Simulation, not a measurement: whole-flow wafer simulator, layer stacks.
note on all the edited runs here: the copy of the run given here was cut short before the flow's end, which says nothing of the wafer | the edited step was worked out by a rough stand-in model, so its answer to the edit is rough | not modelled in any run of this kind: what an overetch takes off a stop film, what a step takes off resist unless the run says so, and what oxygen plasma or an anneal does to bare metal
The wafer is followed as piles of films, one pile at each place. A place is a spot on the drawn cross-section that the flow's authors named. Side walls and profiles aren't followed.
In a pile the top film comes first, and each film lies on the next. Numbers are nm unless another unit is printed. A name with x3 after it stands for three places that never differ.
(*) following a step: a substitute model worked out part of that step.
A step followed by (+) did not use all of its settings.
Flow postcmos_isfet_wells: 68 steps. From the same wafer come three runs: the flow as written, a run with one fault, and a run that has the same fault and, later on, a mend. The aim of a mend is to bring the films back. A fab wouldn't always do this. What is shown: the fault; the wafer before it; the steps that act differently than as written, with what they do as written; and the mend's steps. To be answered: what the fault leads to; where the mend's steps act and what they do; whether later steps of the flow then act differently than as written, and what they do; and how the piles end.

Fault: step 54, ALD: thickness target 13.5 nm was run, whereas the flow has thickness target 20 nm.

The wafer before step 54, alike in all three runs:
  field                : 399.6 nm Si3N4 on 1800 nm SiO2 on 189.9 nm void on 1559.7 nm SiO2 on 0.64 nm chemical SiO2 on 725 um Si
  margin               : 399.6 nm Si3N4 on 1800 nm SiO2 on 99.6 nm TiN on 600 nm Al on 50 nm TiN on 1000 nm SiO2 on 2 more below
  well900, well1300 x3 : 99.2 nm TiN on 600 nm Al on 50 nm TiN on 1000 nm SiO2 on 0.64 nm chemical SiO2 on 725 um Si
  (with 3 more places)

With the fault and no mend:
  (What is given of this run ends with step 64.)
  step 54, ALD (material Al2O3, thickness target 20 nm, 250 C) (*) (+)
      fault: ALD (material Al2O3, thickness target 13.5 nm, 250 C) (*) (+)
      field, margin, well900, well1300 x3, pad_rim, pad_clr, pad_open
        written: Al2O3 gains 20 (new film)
        fault: Al2O3 gains 13.5 (new film)
  Every later step of the flow up to step 64 that is run acts as written, at every place that is followed, to within 2% or 0.5 nm, whichever is larger.
  The piles after step 64 differ from the flow's at field, margin, pad_rim, pad_clr, pad_open by more than 2% or 0.5 nm, whichever is larger.
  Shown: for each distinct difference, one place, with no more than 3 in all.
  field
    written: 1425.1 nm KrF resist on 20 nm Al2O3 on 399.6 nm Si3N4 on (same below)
    fault: 1409.7 nm KrF resist on 13.5 nm Al2O3 on 399.6 nm Si3N4 on (same below)
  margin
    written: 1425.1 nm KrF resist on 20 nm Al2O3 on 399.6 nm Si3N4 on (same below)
    fault: 1409.6 nm KrF resist on 13.5 nm Al2O3 on 399.6 nm Si3N4 on (same below)
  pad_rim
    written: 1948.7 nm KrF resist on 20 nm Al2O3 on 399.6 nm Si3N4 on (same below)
    fault: 1949.6 nm KrF resist on 13.5 nm Al2O3 on 399.6 nm Si3N4 on (same below)

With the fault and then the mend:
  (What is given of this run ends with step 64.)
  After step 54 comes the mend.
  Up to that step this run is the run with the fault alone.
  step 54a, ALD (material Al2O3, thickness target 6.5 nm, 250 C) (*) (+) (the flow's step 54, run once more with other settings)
      field, margin, well900, well1300 x3, pad_rim, pad_clr, pad_open
        Al2O3 gains 6.5
  Every later step of the flow up to step 64 that is run acts as written at every place that is followed.
  The piles after step 64 are the same as the flow's at every place that both follow.
